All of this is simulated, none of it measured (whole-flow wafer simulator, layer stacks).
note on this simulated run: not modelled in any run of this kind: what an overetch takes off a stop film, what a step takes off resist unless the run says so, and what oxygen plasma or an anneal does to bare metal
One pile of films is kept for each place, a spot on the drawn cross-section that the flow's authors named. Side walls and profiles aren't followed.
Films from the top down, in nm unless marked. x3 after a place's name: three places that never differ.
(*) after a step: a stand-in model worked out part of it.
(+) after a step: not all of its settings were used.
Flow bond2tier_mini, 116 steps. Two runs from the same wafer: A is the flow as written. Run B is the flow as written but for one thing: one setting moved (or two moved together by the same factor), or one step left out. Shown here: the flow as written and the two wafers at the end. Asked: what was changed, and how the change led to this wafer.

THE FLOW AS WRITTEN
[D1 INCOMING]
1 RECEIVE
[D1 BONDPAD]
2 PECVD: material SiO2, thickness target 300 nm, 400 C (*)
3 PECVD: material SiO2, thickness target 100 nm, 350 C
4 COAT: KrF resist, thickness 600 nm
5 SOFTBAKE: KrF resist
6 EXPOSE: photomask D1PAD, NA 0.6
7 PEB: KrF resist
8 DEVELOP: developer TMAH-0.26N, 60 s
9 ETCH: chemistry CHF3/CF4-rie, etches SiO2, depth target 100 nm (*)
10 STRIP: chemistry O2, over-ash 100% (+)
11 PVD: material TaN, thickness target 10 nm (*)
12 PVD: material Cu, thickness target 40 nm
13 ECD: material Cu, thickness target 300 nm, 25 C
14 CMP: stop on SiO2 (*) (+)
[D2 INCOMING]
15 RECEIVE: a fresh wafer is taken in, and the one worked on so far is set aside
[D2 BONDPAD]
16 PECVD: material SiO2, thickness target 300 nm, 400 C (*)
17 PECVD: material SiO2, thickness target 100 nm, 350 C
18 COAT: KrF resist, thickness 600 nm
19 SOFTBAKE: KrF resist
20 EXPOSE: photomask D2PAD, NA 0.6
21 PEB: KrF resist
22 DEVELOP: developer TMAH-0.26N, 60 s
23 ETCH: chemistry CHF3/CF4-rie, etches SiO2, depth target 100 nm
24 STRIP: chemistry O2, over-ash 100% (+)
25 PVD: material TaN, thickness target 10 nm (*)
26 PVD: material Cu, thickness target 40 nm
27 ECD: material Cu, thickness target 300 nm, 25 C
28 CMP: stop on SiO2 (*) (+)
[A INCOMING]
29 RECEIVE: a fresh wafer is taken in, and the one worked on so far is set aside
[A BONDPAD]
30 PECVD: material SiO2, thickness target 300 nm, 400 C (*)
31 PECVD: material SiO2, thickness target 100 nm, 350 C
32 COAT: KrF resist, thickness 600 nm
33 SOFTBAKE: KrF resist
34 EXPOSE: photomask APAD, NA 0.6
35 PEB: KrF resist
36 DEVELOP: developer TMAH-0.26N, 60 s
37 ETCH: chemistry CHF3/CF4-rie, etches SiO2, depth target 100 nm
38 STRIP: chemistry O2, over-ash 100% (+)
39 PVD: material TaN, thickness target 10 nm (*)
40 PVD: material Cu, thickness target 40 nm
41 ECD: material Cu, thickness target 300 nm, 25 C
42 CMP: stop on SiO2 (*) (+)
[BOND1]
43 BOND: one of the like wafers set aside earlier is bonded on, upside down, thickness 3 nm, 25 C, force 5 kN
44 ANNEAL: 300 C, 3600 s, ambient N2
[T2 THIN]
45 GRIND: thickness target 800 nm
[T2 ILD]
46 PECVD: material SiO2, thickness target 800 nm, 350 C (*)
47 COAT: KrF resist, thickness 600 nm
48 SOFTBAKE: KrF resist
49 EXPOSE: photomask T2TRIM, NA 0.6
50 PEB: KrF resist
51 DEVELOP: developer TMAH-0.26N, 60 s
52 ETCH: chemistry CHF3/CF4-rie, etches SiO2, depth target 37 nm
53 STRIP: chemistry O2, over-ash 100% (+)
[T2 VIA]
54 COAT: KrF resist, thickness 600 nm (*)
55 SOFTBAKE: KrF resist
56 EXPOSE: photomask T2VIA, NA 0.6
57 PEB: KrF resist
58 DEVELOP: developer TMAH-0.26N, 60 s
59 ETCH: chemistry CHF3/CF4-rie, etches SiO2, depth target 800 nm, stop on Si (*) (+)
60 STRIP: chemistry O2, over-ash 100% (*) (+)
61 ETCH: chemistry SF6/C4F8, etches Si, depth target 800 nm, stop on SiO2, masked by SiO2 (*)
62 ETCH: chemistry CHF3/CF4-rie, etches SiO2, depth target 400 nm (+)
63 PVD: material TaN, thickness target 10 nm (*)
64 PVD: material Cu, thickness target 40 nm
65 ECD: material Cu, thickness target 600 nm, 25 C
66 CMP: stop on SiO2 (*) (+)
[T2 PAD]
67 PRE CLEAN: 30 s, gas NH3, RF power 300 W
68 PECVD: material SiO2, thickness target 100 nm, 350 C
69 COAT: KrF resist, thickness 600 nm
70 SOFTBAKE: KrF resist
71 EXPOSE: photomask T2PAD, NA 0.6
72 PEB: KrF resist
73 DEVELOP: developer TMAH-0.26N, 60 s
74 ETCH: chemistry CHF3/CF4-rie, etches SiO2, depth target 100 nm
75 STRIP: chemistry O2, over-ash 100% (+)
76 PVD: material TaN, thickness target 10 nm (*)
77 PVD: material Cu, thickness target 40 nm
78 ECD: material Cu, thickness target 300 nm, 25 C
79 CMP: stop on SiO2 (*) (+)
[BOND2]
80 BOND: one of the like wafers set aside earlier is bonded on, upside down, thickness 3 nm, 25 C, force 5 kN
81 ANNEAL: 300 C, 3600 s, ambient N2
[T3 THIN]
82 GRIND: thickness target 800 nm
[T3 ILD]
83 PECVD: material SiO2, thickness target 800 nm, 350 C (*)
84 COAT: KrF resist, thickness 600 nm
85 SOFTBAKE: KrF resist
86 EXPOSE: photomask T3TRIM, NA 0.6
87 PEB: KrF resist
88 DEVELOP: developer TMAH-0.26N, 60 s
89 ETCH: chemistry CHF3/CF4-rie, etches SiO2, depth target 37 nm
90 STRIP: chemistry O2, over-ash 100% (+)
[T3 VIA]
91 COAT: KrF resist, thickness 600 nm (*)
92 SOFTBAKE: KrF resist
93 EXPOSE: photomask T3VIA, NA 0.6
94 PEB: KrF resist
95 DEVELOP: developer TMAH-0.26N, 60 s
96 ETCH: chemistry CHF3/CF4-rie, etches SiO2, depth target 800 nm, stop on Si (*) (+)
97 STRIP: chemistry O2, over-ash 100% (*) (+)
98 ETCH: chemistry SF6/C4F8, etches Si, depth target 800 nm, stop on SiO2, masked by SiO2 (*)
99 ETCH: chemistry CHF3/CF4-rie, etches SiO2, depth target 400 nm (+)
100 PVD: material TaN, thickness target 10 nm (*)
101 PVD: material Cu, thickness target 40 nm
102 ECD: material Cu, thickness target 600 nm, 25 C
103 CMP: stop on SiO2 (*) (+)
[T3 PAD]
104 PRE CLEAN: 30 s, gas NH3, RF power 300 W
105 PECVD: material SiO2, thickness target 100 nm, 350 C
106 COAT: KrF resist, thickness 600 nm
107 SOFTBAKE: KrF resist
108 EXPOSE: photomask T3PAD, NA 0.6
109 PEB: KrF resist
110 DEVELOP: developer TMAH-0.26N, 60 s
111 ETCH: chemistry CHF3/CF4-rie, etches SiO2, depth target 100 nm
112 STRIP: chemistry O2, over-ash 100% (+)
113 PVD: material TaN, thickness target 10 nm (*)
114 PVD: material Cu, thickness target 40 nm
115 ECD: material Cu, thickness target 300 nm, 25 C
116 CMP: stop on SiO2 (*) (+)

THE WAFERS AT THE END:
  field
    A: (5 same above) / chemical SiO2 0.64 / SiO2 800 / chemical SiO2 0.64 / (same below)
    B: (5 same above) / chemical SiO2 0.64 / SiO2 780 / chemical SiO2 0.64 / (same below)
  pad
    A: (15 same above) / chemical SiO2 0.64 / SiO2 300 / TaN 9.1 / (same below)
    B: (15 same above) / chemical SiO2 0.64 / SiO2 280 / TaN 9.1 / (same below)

The cause: step 3, PECVD: thickness target 80 nm was run, where the flow has thickness target 100 nm.

How the change led to this, step by step:
  3 PECVD: material SiO2, thickness target 100 nm, 350 C
      field, pad, via: A SiO2 +100 | B SiO2 +80
  43 BOND: one of the like wafers set aside earlier is bonded on, upside down, thickness 3 nm, 25 C, force 5 kN
      field: A Si +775 um (new film), chemical SiO2 +0.64 (new film), SiO2 +400 | B Si +775 um (new film), chemical SiO2 +0.64 (new film), SiO2 +380
      pad: A Si +775 um (new film), chemical SiO2 +0.64 (new film), SiO2 +300 (new film), TaN +9.1 (new film), Cu +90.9 | B Si +775 um (new film), chemical SiO2 +0.64 (new film), SiO2 +280 (new film), TaN +9.1 (new film), Cu +90.9
      (and at 1 more place)
